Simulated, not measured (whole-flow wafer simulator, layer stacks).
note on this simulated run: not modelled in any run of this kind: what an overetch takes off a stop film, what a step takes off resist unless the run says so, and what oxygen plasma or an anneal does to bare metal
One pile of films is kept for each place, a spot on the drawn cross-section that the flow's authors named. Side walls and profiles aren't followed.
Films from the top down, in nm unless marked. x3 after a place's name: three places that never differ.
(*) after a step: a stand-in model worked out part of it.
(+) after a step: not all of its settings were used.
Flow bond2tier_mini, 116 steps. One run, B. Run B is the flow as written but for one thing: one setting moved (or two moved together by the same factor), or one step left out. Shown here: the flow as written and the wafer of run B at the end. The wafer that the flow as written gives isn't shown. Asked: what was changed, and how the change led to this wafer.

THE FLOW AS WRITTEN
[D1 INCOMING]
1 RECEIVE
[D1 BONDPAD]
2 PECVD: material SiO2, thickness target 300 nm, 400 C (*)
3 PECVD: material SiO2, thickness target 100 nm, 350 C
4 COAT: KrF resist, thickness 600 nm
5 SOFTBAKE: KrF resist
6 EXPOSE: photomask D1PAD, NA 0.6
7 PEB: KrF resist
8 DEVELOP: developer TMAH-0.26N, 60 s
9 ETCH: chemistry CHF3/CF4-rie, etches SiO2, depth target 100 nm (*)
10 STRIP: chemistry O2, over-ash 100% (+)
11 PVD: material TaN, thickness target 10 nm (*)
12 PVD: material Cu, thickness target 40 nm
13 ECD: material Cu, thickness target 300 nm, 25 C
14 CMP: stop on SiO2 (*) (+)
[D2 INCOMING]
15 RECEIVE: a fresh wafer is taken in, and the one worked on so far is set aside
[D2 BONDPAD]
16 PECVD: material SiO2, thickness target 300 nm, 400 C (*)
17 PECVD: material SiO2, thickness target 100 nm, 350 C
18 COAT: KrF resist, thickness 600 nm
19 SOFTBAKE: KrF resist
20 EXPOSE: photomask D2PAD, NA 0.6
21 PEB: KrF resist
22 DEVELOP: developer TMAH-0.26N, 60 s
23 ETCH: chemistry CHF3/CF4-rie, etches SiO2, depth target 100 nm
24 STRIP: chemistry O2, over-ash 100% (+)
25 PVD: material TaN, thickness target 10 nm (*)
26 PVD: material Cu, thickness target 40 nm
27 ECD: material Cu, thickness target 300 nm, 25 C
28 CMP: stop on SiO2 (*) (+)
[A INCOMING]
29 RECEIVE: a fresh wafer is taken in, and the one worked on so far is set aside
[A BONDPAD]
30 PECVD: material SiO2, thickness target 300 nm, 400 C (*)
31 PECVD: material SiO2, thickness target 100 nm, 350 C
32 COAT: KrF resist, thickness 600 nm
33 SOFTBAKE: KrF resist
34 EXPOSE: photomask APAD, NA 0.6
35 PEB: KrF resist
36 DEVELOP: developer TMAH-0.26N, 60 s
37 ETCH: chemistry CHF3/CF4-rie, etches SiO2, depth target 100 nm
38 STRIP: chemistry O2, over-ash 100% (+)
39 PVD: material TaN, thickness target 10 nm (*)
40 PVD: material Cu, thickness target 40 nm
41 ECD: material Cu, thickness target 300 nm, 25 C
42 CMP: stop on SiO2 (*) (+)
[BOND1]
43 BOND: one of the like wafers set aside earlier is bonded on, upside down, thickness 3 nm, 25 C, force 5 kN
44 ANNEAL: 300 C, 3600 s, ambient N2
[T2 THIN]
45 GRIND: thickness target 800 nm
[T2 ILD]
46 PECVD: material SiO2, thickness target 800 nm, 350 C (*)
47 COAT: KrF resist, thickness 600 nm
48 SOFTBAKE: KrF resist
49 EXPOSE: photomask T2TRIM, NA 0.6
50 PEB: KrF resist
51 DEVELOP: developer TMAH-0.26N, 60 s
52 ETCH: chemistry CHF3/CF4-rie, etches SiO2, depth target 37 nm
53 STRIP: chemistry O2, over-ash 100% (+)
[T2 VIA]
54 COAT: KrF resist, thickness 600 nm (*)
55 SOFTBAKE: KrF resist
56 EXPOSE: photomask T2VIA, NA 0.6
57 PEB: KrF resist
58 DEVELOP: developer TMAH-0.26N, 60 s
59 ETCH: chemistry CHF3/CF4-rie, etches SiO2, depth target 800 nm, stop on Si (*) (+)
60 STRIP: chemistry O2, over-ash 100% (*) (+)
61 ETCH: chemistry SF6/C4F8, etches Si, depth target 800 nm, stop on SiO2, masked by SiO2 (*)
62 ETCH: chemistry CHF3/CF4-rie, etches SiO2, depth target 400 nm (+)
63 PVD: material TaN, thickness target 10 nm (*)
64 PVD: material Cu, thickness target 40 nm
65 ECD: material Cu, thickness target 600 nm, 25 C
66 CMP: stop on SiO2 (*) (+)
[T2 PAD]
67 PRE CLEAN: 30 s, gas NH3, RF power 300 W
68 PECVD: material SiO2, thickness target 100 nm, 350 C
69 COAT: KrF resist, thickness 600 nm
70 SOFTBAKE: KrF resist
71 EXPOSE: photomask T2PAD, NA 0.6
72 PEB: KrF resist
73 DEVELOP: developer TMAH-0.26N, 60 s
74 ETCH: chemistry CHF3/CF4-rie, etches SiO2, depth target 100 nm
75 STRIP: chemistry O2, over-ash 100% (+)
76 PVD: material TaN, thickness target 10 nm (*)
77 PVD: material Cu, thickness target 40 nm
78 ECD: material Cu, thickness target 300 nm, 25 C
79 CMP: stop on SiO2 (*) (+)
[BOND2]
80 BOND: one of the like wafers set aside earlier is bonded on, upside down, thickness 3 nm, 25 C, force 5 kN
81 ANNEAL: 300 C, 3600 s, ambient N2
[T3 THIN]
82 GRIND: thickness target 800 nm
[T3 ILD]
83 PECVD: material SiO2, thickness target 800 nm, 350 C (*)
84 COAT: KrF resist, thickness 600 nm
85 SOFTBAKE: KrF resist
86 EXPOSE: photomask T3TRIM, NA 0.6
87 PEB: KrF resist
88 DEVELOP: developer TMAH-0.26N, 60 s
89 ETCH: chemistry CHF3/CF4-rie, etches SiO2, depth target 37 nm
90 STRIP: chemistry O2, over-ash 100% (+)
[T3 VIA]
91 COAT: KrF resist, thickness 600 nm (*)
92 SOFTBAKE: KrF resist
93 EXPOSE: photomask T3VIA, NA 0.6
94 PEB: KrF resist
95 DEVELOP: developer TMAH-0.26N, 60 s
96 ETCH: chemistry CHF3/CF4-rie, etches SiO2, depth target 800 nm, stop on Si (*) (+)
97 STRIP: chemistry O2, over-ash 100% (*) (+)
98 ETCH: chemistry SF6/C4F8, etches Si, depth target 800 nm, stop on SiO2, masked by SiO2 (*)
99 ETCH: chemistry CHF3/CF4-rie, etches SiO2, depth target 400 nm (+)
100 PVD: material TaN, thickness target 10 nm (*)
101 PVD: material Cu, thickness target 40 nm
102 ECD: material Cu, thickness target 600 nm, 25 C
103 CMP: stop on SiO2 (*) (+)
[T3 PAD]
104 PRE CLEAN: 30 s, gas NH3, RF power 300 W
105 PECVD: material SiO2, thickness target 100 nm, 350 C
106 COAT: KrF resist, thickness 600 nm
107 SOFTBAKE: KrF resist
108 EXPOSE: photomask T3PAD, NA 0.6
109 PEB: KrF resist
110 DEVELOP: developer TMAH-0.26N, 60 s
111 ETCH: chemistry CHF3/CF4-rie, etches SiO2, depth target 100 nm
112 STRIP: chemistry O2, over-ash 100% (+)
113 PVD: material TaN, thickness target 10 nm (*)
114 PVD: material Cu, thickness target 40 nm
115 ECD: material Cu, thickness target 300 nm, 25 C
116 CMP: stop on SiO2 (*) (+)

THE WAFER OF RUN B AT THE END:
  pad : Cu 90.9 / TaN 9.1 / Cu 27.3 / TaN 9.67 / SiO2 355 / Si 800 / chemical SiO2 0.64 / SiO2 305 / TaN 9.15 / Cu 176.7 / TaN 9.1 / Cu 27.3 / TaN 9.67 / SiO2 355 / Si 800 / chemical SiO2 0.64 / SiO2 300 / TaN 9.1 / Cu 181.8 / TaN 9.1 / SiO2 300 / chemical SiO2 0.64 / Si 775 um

The cause: step 23, ETCH: depth target 95 nm was run, where the flow has depth target 100 nm.

How the change led to this, step by step:
  23 ETCH: chemistry CHF3/CF4-rie, etches SiO2, depth target 100 nm
      pad, via: SiO2 -95 (as written it would be: SiO2 -100)
      field: KrF resist -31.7 (as written it would be: KrF resist -33.3)
  80 BOND: one of the like wafers set aside earlier is bonded on, upside down, thickness 3 nm, 25 C, force 5 kN
      pad: Si +775 um (new film), chemical SiO2 +0.64 (new film), SiO2 +305 (new film), TaN +9.15 (new film), Cu +85.9 (as written it would be: Si +775 um (new film), chemical SiO2 +0.64 (new film), SiO2 +300 (new film), TaN +9.1 (new film), Cu +90.9)
